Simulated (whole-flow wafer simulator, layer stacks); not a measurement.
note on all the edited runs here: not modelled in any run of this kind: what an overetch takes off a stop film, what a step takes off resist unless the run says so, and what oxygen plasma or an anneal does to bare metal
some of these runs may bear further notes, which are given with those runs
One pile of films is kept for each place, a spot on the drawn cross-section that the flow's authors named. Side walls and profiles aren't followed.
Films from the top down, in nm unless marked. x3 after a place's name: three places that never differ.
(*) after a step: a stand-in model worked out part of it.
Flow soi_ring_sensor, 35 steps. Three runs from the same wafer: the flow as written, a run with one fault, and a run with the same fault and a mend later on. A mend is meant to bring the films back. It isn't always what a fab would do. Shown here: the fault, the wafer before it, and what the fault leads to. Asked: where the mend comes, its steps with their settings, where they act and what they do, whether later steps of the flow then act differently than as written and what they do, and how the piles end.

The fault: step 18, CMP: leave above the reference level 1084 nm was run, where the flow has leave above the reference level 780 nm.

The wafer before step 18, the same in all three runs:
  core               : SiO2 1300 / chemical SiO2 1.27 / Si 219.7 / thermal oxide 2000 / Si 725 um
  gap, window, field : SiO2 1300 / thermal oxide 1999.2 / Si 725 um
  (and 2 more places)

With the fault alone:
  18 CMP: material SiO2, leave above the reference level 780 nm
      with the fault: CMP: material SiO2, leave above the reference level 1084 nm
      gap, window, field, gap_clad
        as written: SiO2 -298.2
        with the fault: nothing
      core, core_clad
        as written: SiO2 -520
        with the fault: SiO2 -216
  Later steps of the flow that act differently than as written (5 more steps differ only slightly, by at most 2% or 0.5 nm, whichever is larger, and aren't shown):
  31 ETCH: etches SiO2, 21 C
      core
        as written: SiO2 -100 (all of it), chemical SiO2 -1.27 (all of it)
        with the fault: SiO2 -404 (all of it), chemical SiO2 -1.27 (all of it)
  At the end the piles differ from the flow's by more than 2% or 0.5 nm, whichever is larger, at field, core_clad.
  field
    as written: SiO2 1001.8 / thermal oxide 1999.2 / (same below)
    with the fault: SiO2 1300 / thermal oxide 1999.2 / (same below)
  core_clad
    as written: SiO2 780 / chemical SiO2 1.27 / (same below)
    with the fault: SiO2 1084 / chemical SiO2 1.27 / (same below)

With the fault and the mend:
  The mend comes after step 27.
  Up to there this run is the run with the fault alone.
  27a STRIP: i-line resist, 250 C, gas O2, power 300 W (*)
      field
        i-line resist -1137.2 (all of it)
      core_clad
        i-line resist -1132.3 (all of it)
      gap_clad
        i-line resist -1137.8 (all of it)
  27b CMP: material SiO2, leave above the reference level 780 nm (the flow's step 18 once more)
      gap, window, field, gap_clad
        SiO2 -298.2
      core, core_clad
        SiO2 -304
  27c HMDS: 120 C, 60 s (the flow's step 21 once more)
      changes no film at any place that is followed
  27d COAT: i-line resist, thickness 1200 nm (the flow's step 22 once more)
      core, gap, window, field, core_clad, gap_clad
        i-line resist +1200 (new film)
  27e SOFTBAKE: i-line resist (the flow's step 23 once more)
      changes no film at any place that is followed
  27f EXPOSE: photomask WINDOW, dose 101 mJ/cm2, NA 0.5, wavelength 365 nm (*) (the flow's step 24 once more)
      changes no film at any place that is followed
  27g PEB: i-line resist (the flow's step 25 once more)
      core, gap, window, field, core_clad, gap_clad
        i-line resist -62.8
  27h DEVELOP: i-line resist, thickness 1200 nm, 90 s (the flow's step 26 once more)
      core, gap, window
        i-line resist -1137.2 (all of it)
      field, core_clad, gap_clad
        i-line resist -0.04
  No later step of the flow acts differently than as written at any place that is followed.
  At the end the piles are the same as the flow's at every place that both follow.
